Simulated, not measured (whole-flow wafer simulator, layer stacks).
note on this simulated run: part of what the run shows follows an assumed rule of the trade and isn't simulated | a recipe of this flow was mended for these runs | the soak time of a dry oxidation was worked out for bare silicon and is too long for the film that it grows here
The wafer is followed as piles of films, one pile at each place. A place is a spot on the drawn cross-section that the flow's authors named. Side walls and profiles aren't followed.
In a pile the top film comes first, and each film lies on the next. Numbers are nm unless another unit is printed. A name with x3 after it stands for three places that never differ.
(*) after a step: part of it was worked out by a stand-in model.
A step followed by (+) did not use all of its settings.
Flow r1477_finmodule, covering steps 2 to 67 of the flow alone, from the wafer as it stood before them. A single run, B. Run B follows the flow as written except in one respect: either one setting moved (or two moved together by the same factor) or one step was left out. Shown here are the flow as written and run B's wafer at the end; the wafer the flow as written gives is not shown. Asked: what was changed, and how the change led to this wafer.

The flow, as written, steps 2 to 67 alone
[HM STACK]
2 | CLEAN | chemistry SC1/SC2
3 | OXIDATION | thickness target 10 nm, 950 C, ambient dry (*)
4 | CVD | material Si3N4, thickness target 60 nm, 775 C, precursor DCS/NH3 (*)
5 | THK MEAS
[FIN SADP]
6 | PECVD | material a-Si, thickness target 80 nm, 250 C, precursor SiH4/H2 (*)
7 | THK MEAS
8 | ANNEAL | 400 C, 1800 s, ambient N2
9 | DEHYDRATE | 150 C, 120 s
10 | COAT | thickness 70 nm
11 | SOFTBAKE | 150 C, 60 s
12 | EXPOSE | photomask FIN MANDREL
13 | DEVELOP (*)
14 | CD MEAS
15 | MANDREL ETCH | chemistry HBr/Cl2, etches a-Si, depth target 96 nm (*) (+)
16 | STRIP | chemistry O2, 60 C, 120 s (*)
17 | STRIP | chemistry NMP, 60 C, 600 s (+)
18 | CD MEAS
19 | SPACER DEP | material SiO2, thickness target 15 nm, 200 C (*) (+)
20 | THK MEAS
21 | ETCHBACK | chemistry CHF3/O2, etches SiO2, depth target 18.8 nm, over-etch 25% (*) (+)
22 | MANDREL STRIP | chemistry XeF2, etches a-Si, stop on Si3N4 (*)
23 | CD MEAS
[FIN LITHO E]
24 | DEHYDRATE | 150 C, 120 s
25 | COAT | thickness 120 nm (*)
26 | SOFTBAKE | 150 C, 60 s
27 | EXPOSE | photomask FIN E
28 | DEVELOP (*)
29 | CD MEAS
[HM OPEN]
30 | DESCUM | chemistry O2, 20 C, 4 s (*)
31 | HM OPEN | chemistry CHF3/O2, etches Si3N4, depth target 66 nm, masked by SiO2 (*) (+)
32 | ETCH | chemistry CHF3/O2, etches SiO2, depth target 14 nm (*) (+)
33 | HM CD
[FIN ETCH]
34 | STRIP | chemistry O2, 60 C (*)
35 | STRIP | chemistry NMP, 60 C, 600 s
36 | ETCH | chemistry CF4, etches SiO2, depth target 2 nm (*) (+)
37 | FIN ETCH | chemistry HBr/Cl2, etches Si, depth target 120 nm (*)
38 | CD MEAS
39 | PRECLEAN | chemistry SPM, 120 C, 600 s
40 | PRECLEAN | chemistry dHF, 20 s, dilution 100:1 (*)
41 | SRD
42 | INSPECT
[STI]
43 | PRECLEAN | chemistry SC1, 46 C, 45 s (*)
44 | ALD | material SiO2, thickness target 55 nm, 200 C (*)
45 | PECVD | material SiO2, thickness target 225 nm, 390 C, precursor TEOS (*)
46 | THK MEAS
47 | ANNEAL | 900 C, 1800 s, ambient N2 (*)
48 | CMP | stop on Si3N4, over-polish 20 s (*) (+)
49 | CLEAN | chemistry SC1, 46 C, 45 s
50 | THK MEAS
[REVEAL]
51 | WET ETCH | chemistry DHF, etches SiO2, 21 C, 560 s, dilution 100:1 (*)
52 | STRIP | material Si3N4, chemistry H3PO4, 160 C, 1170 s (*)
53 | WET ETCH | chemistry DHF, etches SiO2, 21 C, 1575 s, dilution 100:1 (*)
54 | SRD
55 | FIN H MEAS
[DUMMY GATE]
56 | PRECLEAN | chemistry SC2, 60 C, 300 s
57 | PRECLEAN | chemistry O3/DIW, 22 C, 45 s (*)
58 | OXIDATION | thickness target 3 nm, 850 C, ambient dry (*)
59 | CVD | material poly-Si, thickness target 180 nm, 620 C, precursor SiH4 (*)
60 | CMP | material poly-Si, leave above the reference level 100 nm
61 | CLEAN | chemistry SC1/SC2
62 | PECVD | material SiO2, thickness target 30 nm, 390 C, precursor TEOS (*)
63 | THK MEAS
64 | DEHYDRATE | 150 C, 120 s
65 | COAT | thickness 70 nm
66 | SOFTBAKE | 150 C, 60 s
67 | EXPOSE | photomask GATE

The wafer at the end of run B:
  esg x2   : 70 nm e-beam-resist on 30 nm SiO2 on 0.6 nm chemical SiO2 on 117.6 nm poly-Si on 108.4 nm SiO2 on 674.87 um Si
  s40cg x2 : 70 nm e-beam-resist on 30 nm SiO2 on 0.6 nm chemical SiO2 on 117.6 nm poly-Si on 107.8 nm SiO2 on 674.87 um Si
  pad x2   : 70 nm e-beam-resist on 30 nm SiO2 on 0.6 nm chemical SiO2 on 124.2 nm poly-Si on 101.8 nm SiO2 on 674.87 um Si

What caused this: step 53, WET ETCH: 1008 s was run, while the flow as written has 1575 s.

How this came from the change, step by step:
  53 | WET ETCH | chemistry DHF, etches SiO2, 21 C, 1575 s, dilution 100:1 (*)
      esg x2, e40sg x2, e100sg x2 and 14 more: SiO2 loses 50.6 (in the flow as written it would be: SiO2 loses 79.1)
      pad x2: SiO2 loses 54.8 (in the flow as written it would be: SiO2 loses 85.7)
  59 | CVD | material poly-Si, thickness target 180 nm, 620 C, precursor SiH4 (*)
      e100sg x2, s40sg x2, s50cg x2: poly-Si gains 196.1 (new film) (in the flow as written it would be: poly-Si gains 226.3 (new film))
      esg x2, e40sg x2: poly-Si gains 197.9 (new film) (in the flow as written it would be: poly-Si gains 226.3 (new film))
      (also at 10 further places)
  60 | CMP | material poly-Si, leave above the reference level 100 nm
      e100sg x2, s40sg x2, s50cg x2: poly-Si loses 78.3 (in the flow as written it would be: poly-Si loses 80)
      pad x2: poly-Si loses 55.6 (in the flow as written it would be: poly-Si loses 24.8)
